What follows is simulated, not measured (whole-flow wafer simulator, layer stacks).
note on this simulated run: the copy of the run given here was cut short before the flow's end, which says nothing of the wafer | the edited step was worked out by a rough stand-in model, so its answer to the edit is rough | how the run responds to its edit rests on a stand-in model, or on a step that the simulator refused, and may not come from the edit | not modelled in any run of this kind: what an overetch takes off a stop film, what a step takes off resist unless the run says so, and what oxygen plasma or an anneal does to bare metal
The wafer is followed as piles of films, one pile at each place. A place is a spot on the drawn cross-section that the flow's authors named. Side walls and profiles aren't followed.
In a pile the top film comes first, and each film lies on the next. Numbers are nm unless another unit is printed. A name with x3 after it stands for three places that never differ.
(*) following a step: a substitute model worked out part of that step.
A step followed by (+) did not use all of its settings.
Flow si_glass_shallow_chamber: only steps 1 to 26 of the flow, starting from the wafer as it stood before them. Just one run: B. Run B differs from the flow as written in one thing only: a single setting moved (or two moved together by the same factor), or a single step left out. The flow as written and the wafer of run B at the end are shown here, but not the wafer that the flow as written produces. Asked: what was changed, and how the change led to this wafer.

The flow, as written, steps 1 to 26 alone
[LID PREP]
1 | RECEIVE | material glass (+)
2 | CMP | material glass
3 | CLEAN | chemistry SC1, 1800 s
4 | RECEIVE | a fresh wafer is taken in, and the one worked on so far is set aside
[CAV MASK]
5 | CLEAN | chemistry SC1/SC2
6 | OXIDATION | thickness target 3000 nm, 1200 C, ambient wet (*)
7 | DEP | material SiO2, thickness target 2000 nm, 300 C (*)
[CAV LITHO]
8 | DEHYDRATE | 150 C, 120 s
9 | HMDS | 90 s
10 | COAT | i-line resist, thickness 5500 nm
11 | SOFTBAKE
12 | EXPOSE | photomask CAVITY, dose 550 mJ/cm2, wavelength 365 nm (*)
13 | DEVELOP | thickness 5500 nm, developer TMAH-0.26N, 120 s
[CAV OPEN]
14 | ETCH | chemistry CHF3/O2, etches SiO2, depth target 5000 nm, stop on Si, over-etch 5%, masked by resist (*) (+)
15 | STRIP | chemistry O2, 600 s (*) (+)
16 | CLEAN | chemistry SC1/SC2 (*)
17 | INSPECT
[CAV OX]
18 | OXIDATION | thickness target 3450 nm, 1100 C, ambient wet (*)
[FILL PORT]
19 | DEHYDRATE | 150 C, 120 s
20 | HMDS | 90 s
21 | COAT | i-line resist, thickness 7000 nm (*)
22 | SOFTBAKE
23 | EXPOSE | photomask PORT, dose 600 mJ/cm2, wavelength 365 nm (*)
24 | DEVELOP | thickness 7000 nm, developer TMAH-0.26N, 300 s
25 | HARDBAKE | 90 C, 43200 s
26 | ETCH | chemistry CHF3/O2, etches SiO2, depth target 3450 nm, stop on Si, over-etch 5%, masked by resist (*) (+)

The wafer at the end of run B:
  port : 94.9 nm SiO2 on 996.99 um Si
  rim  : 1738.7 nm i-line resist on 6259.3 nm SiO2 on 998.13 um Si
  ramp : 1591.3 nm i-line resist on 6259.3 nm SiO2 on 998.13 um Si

Cause: step 18, OXIDATION: 1129 C was run, while the flow as written has 1100 C.

Step by step, how the change led to this:
  18 | OXIDATION | thickness target 3450 nm, 1100 C, ambient wet (*)
      rim, ramp, septum, ring: +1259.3 SiO2, -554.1 Si (it would be, as written: +1109.8 SiO2, -488.3 Si)
      cav, port: +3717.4 SiO2 (new film), -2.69 chemical SiO2 (all of it), -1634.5 Si (it would be, as written: +3450 SiO2 (new film), -2.69 chemical SiO2 (all of it), -1516.8 Si)
  25 | HARDBAKE | 90 C, 43200 s
      ramp: -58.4 i-line resist (it would be, as written: -57.1 i-line resist)
  26 | ETCH | chemistry CHF3/O2, etches SiO2, depth target 3450 nm, stop on Si, over-etch 5%, masked by resist (*) (+)
      port: -3622.5 SiO2 (it would be, as written: -3450 SiO2 (all of it), -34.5 Si)
